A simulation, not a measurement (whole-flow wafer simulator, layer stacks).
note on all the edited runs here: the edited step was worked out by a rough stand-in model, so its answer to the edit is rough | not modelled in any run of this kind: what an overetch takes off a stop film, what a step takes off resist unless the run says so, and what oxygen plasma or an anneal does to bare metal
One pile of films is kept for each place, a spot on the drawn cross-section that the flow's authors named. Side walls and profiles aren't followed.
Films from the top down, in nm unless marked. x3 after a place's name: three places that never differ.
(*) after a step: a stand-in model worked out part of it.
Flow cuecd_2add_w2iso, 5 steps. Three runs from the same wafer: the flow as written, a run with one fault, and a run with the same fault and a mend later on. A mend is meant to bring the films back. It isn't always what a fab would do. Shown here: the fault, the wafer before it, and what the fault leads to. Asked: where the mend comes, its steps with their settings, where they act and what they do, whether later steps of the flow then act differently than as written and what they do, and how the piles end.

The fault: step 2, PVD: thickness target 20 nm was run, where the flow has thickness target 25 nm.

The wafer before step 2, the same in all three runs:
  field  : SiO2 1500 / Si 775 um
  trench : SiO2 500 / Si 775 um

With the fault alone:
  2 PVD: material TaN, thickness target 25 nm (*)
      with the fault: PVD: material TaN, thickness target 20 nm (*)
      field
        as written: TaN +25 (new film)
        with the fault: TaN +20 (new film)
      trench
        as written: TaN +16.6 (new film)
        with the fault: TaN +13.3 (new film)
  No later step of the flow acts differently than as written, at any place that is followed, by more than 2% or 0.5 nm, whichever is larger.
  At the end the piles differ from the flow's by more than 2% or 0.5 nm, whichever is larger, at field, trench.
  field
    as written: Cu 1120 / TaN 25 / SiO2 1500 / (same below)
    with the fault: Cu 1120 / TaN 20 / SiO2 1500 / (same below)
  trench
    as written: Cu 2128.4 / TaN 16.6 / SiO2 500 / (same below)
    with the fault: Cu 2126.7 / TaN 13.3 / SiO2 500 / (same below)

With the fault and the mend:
  The mend comes after step 2.
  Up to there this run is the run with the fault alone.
  2a PVD: material TaN, thickness target 5 nm (*) (the flow's step 2 once more, with other settings)
      field
        TaN +5
      trench
        TaN +3.3
  No later step of the flow acts differently than as written at any place that is followed.
  At the end the piles are the same as the flow's at every place that both follow.
